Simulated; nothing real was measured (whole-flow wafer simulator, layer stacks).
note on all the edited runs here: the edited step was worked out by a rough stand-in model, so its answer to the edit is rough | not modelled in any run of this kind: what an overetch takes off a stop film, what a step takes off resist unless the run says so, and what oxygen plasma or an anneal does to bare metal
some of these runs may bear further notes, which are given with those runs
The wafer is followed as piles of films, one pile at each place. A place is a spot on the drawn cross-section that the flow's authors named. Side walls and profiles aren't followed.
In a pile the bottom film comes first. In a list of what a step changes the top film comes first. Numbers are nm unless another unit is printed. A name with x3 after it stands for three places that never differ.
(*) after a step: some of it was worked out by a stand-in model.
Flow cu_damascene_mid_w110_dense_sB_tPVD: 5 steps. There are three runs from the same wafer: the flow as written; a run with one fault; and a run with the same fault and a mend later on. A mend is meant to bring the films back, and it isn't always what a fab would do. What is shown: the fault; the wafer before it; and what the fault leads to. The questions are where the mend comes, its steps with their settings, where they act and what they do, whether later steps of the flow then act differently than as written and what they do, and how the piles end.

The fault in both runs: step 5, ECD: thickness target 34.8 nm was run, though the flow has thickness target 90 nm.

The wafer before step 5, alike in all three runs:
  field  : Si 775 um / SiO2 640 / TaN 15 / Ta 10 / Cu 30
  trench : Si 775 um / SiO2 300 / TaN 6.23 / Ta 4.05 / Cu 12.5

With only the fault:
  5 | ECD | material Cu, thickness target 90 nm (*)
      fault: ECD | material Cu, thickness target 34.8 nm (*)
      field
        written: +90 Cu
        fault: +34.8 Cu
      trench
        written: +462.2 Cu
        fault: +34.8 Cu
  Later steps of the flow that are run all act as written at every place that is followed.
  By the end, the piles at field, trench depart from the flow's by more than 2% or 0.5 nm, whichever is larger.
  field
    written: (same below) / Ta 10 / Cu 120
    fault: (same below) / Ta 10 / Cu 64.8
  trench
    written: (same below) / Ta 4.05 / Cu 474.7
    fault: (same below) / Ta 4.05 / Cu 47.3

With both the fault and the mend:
  After step 5 comes the mend.
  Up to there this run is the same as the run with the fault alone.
  5a | ECD | material Cu, thickness target 55.2 nm (*) (a further turn of the flow's step 5, with different settings)
      field
        +55.2 Cu
      trench
        +427.4 Cu
  Later steps of the flow that are run all act as written at every place that is followed.
  At every place that both follow, the piles at the end match the flow's.
